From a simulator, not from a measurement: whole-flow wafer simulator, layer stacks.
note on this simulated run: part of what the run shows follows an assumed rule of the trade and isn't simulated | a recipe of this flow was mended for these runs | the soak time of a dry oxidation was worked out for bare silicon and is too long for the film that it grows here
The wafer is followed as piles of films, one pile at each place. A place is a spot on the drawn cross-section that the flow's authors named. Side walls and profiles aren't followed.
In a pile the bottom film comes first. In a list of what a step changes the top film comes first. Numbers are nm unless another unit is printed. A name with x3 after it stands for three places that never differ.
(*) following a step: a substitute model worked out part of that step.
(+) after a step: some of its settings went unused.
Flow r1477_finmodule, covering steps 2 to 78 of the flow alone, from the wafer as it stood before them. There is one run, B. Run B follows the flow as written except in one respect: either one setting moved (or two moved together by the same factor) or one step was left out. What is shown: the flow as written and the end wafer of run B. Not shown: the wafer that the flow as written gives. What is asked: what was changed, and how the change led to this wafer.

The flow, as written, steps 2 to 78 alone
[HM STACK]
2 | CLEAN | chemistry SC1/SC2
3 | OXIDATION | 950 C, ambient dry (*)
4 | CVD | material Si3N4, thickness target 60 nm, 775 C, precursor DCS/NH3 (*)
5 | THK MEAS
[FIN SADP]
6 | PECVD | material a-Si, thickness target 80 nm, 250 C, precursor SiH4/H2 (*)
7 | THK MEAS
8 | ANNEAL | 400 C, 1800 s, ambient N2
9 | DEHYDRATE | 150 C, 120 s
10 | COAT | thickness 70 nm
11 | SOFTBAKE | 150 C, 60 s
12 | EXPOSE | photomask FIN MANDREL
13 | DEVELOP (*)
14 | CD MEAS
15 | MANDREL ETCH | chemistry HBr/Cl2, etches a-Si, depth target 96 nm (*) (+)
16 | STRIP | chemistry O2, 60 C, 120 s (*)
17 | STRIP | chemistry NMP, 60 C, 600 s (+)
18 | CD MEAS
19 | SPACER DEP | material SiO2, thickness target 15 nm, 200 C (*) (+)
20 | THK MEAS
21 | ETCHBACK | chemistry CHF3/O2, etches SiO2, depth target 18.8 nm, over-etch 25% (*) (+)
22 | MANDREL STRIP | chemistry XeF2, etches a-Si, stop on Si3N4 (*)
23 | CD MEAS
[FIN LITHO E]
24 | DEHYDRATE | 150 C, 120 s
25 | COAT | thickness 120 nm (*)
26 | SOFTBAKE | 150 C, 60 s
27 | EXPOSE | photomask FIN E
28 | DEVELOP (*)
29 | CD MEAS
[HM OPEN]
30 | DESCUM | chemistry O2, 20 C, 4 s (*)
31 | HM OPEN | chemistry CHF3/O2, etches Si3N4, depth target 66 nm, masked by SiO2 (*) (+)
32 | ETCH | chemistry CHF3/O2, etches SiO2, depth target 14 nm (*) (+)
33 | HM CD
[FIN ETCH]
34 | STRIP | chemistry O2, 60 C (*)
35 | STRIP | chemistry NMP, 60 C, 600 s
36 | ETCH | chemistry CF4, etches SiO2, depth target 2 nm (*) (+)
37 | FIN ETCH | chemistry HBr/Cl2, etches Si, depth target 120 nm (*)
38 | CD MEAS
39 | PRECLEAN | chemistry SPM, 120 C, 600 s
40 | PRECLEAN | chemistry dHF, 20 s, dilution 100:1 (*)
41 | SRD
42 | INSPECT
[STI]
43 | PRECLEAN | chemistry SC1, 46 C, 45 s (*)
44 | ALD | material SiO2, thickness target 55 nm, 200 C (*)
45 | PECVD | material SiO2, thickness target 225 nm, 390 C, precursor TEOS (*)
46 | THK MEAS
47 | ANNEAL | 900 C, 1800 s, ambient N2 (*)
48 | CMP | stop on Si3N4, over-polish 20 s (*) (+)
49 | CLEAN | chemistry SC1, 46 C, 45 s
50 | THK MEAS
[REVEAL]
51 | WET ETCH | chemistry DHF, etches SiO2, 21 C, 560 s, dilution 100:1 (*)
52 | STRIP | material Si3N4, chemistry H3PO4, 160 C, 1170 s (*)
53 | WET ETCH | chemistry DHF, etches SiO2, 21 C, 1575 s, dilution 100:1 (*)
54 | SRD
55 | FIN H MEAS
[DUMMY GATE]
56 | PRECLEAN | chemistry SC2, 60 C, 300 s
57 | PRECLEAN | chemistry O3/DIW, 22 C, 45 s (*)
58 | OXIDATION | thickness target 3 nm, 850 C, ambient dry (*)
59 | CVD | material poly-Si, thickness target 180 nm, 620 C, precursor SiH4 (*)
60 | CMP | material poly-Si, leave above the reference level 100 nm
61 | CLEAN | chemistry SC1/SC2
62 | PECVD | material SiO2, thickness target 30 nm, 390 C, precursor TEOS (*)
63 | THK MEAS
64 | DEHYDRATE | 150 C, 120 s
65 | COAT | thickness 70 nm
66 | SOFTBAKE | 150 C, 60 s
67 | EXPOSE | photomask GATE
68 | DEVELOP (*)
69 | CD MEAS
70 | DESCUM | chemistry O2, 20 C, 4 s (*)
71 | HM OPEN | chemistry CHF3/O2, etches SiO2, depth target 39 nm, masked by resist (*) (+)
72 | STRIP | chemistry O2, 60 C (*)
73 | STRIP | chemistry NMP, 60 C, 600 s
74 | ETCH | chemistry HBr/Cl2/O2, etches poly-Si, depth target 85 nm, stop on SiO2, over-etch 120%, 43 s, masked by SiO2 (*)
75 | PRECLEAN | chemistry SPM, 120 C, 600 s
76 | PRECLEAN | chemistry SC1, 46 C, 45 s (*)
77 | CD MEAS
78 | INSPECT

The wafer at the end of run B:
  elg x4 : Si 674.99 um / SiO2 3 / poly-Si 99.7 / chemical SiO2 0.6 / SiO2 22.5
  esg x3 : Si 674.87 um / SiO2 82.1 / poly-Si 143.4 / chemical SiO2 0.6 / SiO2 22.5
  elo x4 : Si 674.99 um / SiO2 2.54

What caused this: step 3, OXIDATION: 973 C was run, whereas the flow has 950 C.

How this came from the change, step by step:
  3 | OXIDATION | 950 C, ambient dry (*)
      pad, padg, elg x4 and 30 more: +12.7 SiO2 (new film), -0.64 chemical SiO2 (all of it), -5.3 Si (as written it would have been: +10 SiO2 (new film), -0.64 chemical SiO2 (all of it), -4.12 Si)
  32 | ETCH | chemistry CHF3/O2, etches SiO2, depth target 14 nm (*) (+)
      pad, padg, esg x3 and 11 more: -6.74 SiO2 (all of it), -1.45 Si (as written it would have been: -4.05 SiO2 (all of it), -1.99 Si)
      s40cg, s45cg, s50cg, s40co, s45co, s50co: -9.69 SiO2 (all of it), -0.86 Si (as written it would have been: -7 SiO2 (all of it), -1.4 Si)
  48 | CMP | stop on Si3N4, over-polish 20 s (*) (+)
      pad, padg: -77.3 SiO2 (as written it would have been: -79.4 SiO2)
  53 | WET ETCH | chemistry DHF, etches SiO2, 21 C, 1575 s, dilution 100:1 (*)
      elg x4, elo x4: -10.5 SiO2 (all of it) (as written it would have been: -7.85 SiO2 (all of it))
      s40sg_line, s45sg_line, s50sg_line, s40so_line, s45so_line, s50so_line: -11.2 SiO2 (all of it) (as written it would have been: -8.51 SiO2 (all of it))
  60 | CMP | material poly-Si, leave above the reference level 100 nm
      pad, padg: -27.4 poly-Si (as written it would have been: -24.8 poly-Si)
